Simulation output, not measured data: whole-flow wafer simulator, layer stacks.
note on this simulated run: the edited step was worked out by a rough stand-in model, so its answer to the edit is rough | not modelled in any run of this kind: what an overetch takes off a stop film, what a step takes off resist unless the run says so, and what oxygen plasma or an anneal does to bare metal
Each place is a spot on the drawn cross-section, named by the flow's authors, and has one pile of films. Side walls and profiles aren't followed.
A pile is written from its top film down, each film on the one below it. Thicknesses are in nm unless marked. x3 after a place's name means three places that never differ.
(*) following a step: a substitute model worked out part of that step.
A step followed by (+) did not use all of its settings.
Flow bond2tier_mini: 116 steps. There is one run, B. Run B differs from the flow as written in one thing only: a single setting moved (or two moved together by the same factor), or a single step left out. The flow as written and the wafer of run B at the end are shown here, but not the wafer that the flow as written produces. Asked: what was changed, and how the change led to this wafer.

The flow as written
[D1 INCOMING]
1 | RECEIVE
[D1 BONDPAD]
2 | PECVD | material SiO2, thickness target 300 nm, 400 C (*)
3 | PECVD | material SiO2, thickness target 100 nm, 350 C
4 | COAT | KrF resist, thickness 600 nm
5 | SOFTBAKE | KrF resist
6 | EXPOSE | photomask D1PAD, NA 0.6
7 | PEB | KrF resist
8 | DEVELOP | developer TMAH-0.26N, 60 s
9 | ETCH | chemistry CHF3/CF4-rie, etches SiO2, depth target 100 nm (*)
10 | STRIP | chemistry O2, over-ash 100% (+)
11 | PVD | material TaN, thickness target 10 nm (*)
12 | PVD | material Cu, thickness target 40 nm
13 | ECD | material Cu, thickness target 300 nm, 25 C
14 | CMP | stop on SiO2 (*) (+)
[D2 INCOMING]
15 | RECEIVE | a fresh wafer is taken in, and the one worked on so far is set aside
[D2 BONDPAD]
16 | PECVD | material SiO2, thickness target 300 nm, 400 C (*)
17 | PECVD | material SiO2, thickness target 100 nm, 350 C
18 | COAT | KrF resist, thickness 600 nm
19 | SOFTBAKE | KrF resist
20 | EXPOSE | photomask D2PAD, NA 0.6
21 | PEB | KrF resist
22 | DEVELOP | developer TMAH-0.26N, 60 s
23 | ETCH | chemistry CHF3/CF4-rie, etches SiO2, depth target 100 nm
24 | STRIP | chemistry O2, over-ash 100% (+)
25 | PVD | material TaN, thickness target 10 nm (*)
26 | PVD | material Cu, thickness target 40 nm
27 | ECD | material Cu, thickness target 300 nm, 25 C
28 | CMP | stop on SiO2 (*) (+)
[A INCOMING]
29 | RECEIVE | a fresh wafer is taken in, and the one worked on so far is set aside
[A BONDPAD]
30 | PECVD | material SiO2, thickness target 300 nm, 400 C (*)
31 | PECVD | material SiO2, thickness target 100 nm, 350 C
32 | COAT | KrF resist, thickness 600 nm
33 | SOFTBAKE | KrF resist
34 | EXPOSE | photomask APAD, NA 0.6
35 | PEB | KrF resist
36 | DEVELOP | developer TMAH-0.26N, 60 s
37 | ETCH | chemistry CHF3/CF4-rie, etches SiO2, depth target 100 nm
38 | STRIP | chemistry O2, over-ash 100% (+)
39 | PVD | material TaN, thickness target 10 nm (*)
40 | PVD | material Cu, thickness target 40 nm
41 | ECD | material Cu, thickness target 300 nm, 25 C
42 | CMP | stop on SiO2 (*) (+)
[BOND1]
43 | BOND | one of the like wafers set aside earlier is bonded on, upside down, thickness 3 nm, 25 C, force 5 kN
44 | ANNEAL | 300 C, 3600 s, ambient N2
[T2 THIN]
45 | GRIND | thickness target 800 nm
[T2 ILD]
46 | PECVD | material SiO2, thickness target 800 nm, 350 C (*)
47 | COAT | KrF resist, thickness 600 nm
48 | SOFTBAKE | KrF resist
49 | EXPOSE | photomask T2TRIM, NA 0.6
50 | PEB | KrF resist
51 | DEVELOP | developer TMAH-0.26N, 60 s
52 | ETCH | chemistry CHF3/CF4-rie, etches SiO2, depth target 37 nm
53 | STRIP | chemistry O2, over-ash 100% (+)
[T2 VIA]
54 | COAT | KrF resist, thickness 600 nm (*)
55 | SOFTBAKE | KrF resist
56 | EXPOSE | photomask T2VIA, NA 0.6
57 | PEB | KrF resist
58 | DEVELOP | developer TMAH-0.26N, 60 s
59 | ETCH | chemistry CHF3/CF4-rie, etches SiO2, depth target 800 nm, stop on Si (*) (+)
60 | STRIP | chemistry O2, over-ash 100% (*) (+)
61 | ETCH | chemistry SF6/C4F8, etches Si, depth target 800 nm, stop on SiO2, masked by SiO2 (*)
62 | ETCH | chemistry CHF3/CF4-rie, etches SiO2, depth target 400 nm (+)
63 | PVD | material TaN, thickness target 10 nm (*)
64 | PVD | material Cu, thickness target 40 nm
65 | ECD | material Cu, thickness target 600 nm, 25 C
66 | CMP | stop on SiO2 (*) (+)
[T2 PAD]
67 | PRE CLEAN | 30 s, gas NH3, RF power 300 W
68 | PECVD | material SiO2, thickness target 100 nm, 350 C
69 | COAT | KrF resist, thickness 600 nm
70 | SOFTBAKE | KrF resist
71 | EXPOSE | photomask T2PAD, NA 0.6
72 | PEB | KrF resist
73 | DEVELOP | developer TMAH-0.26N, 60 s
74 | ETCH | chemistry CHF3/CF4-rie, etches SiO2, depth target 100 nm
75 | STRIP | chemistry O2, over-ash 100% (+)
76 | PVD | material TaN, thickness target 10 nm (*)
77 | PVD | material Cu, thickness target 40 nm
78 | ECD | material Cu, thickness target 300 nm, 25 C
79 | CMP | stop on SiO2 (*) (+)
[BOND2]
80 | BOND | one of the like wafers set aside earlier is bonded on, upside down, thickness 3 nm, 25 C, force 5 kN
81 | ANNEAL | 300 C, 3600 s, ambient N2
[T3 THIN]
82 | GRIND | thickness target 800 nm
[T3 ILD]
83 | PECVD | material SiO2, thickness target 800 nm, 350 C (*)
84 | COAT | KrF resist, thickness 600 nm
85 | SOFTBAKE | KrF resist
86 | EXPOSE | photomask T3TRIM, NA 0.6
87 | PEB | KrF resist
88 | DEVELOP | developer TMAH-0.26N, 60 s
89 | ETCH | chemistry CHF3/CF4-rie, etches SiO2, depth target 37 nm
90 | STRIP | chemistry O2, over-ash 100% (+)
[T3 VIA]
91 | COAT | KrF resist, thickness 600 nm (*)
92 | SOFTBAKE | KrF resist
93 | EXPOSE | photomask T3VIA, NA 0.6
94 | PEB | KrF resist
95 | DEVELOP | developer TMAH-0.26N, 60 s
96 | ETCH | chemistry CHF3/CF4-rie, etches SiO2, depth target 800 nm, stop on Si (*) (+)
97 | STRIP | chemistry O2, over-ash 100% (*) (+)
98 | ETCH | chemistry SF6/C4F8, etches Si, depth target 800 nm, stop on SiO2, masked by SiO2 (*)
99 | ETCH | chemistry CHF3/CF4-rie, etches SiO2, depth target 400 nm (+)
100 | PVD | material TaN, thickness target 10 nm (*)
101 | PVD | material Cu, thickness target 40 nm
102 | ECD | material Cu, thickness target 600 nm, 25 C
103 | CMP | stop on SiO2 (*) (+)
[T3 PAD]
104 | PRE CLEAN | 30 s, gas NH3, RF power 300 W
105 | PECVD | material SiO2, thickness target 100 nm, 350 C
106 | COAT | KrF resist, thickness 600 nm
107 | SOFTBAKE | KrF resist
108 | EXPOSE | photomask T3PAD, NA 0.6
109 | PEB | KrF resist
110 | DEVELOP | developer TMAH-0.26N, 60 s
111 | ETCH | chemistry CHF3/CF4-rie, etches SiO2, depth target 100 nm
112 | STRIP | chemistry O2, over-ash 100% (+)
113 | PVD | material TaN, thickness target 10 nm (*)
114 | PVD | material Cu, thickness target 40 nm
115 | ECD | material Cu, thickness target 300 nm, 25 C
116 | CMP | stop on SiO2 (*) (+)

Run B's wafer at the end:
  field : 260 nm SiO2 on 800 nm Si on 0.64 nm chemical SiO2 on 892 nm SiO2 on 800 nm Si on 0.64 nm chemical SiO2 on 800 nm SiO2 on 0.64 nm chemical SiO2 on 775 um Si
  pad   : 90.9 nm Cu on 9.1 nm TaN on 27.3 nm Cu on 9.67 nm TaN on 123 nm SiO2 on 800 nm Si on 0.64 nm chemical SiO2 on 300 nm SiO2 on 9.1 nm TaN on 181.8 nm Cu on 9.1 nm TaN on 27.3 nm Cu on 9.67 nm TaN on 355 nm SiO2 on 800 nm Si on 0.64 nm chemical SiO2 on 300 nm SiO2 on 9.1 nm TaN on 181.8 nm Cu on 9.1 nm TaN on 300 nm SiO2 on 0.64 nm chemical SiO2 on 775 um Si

Cause: step 83, PECVD: thickness target 568 nm was run, whereas the flow has thickness target 800 nm.

How this came from the change, step by step:
  83 | PECVD | material SiO2, thickness target 800 nm, 350 C (*)
      field, pad: SiO2 gains 568 (new film) (as written it would have been: SiO2 gains 800 (new film))
